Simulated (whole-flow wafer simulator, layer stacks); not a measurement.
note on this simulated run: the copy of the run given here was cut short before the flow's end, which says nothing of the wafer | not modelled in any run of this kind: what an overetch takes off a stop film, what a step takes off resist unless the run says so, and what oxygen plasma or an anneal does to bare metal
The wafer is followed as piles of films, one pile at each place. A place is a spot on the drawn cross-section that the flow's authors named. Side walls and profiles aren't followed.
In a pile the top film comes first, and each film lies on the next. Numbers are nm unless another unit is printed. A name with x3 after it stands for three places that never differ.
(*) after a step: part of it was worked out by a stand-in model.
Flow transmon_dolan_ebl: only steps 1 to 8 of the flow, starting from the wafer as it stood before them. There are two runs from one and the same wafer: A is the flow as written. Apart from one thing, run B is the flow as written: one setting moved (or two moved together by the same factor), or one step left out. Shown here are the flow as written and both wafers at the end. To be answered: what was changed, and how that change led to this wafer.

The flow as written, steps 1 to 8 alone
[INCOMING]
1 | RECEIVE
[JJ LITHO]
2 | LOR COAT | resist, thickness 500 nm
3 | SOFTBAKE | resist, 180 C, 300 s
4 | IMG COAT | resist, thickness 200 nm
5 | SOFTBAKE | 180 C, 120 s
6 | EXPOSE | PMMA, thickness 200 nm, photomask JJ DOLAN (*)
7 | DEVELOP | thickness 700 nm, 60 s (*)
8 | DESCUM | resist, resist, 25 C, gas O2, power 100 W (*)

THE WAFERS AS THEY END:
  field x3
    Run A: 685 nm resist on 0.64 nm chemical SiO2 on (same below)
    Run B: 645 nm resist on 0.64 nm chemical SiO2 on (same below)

The reason: step 4, IMG COAT: thickness 160 nm was run, whereas the flow has thickness 200 nm.

The path from the change to this, step by step:
  4 | IMG COAT | resist, thickness 200 nm
      field x3, jj_line: A resist gains 200 | B resist gains 160
  7 | DEVELOP | thickness 700 nm, 60 s (*)
      jj_line: A resist loses 700 (all of it) | B resist loses 660 (all of it)
